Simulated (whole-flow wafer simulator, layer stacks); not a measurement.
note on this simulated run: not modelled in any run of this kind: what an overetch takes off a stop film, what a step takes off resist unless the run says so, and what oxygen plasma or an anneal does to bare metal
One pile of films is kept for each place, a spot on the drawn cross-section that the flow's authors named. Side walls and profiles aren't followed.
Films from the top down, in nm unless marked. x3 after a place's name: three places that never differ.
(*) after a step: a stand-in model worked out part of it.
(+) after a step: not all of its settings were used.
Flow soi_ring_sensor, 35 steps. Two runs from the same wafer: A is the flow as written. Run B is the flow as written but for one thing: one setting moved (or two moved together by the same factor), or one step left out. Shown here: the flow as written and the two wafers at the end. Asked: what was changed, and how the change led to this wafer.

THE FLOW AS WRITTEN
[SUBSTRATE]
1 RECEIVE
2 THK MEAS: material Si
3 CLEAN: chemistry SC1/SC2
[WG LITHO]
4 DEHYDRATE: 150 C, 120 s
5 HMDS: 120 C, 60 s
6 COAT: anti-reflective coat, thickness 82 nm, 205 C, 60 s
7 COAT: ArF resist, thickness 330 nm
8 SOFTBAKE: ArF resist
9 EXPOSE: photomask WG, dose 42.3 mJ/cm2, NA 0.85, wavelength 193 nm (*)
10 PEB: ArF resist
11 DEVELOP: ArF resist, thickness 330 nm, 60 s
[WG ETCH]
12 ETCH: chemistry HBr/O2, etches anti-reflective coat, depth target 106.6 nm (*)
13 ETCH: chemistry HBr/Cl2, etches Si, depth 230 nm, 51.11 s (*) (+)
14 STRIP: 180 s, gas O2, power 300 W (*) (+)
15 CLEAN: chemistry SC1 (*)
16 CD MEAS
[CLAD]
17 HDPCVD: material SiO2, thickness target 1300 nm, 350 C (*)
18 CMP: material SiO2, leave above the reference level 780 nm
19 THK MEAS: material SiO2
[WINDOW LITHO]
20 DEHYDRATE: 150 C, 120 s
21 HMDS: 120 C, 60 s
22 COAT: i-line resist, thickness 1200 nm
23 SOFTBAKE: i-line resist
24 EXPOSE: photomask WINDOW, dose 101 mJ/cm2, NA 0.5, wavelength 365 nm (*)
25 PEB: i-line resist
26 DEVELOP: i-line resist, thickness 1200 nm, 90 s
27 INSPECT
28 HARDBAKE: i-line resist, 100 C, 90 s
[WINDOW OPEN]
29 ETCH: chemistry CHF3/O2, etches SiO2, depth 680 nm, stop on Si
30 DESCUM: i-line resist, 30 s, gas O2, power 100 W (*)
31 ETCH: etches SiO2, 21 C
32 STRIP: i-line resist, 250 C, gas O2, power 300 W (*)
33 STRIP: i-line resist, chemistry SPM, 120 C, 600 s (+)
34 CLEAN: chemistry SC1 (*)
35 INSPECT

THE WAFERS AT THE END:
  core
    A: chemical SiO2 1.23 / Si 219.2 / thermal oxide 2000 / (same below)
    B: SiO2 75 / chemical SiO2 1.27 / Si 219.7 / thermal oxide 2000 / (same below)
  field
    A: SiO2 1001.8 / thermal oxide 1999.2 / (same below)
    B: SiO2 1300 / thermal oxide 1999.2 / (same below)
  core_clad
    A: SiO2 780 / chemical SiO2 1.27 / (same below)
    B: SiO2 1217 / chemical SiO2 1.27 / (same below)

The cause: step 18, CMP: leave above the reference level 1217 nm was run, where the flow has leave above the reference level 780 nm.
It can be read off the wafer: core_clad has SiO2 1217, and step 18 as written asks for 780 nm.

How the change led to this, step by step:
  18 CMP: material SiO2, leave above the reference level 780 nm
      gap, window, field, gap_clad: A SiO2 -298.2 | B nothing
      core, core_clad: A SiO2 -520 | B SiO2 -83
  22 COAT: i-line resist, thickness 1200 nm
      core, core_clad: A i-line resist +1200 (new film) | B i-line resist +1079.8 (new film)
  23 SOFTBAKE: i-line resist
      core, core_clad: A nothing | B i-line resist -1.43
      gap, gap_clad: A nothing | B i-line resist -1.79
  25 PEB: i-line resist
      core, core_clad: A i-line resist -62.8 | B i-line resist -56.2
  26 DEVELOP: i-line resist, thickness 1200 nm, 90 s
      core: A i-line resist -1137.2 (all of it) | B i-line resist -1022.2 (all of it)
  31 ETCH: etches SiO2, 21 C
      core: A SiO2 -100 (all of it), chemical SiO2 -1.27 (all of it) | B SiO2 -462
  32 STRIP: i-line resist, 250 C, gas O2, power 300 W (*)
      core: A chemical SiO2 +1.23 (new film), Si -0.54 | B nothing
      core_clad: A i-line resist -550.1 (all of it) | B i-line resist -435.3 (all of it)
